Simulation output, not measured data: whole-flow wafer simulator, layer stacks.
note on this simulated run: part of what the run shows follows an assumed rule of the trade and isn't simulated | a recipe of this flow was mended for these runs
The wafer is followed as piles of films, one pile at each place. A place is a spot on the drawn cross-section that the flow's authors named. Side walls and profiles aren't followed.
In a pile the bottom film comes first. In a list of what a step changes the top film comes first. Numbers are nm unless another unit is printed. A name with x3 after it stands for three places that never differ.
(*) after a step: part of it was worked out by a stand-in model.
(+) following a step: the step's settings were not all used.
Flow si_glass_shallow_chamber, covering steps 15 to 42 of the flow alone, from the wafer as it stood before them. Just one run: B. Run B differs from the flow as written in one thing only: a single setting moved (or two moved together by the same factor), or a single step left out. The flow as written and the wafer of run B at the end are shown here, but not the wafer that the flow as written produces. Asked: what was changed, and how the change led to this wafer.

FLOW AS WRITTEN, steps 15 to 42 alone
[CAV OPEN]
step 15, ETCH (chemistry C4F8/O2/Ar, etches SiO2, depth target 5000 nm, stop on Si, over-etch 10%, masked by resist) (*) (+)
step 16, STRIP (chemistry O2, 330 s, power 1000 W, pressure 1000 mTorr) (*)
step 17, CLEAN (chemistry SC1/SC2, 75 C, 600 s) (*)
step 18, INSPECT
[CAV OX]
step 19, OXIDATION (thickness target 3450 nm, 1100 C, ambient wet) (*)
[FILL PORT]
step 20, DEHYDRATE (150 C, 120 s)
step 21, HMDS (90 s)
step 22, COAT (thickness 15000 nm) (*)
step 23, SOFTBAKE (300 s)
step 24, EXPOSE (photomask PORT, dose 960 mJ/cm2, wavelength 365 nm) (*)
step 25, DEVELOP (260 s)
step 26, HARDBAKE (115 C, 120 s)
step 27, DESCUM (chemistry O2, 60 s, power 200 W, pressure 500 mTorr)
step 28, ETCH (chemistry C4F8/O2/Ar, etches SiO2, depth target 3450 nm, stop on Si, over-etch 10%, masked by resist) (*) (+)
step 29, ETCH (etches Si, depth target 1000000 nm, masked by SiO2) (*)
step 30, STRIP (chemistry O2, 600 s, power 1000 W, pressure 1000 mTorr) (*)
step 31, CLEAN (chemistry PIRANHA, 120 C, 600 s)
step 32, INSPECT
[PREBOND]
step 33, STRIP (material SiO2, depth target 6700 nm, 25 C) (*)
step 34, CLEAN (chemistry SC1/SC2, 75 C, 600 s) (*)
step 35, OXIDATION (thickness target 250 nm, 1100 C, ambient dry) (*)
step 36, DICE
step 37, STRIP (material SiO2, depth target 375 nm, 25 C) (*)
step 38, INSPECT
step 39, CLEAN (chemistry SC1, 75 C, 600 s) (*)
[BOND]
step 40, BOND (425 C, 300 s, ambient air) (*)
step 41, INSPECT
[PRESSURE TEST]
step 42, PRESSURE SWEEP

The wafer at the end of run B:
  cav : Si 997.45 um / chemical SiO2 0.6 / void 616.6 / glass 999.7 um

Cause: step 15, ETCH: depth target 3500 nm was run, whereas the flow has depth target 5000 nm.

The path from the change to this, step by step:
  step 15, ETCH (chemistry C4F8/O2/Ar, etches SiO2, depth target 5000 nm, stop on Si, over-etch 10%, masked by resist) (*) (+)
      cav, port: SiO2 loses 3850 (in the flow as written it would be: SiO2 loses 5000 (all of it), Si loses 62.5)
      rim, ramp, septum, ring: thick-i-line-resist loses 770 (in the flow as written it would be: thick-i-line-resist loses 1100)
  step 16, STRIP (chemistry O2, 330 s, power 1000 W, pressure 1000 mTorr) (*)
      cav, port: nothing (in the flow as written it would be: chemical SiO2 gains 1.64 (new film), Si loses 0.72)
      rim, ramp, septum, ring: thick-i-line-resist loses 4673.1 (all of it) (in the flow as written it would be: thick-i-line-resist loses 4343.1 (all of it))
  step 17, CLEAN (chemistry SC1/SC2, 75 C, 600 s) (*)
      cav, port: SiO2 loses 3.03 (in the flow as written it would be: chemical SiO2 loses 1.04, Si loses 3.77)
  step 19, OXIDATION (thickness target 3450 nm, 1100 C, ambient wet) (*)
      cav, port: SiO2 gains 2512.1, Si loses 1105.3 (in the flow as written it would be: SiO2 gains 3450 (new film), chemical SiO2 loses 0.6 (all of it), Si loses 1517.7)
  step 22, COAT (thickness 15000 nm) (*)
      rim: thick-i-line-resist gains 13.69 um (new film) (in the flow as written it would be: thick-i-line-resist gains 13.4 um (new film))
      ramp: thick-i-line-resist gains 13.27 um (new film) (in the flow as written it would be: thick-i-line-resist gains 12.89 um (new film))
      (and at 4 other places as well)
  step 23, SOFTBAKE (300 s)
      rim: thick-i-line-resist loses 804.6 (in the flow as written it would be: thick-i-line-resist loses 997)
      ramp: thick-i-line-resist loses 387 (in the flow as written it would be: thick-i-line-resist loses 487.1)
      (and at 4 other places as well)
  step 25, DEVELOP (260 s)
      port: thick-i-line-resist loses 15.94 um (all of it) (in the flow as written it would be: thick-i-line-resist loses 16.16 um (all of it))
  step 26, HARDBAKE (115 C, 120 s)
      rim, ramp: thick-i-line-resist loses 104 (in the flow as written it would be: thick-i-line-resist loses 98.2)
      cav: thick-i-line-resist loses 144.1 (in the flow as written it would be: thick-i-line-resist loses 147.1)
  step 28, ETCH (chemistry C4F8/O2/Ar, etches SiO2, depth target 3450 nm, stop on Si, over-etch 10%, masked by resist) (*) (+)
      port: SiO2 loses 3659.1 (all of it), Si loses 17 (in the flow as written it would be: SiO2 loses 3450 (all of it), Si loses 43.1)
  step 29, ETCH (etches Si, depth target 1000000 nm, masked by SiO2) (*)
      rim: thick-i-line-resist loses 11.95 um (all of it), SiO2 loses 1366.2 (in the flow as written it would be: thick-i-line-resist loses 11.47 um (all of it), SiO2 loses 1617.3)
      ramp: thick-i-line-resist loses 11.95 um (all of it), SiO2 loses 1366.3 (in the flow as written it would be: thick-i-line-resist loses 11.47 um (all of it), SiO2 loses 1617.3)
      (and at 3 other places as well)
  step 30, STRIP (chemistry O2, 600 s, power 1000 W, pressure 1000 mTorr) (*)
      cav: thick-i-line-resist loses 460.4 (all of it) (in the flow as written it would be: thick-i-line-resist loses 669.6 (all of it))
  step 33, STRIP (material SiO2, depth target 6700 nm, 25 C) (*)
      rim: SiO2 loses 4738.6 (all of it) (in the flow as written it would be: SiO2 loses 4487.5 (all of it))
      ramp: SiO2 loses 4738.5 (all of it) (in the flow as written it would be: SiO2 loses 4487.5 (all of it))
      (and at 1 other place as well)
  step 40, BOND (425 C, 300 s, ambient air) (*)
      cav: glass gains 999.7 um (new film), void gains 616.6 (new film) (in the flow as written it would be: glass gains 999.7 um (new film), void gains 1095.9 (new film))
      port: glass gains 999.7 um (new film), hole gains 511.7 (in the flow as written it would be: glass gains 999.7 um (new film), hole gains 1017.3)
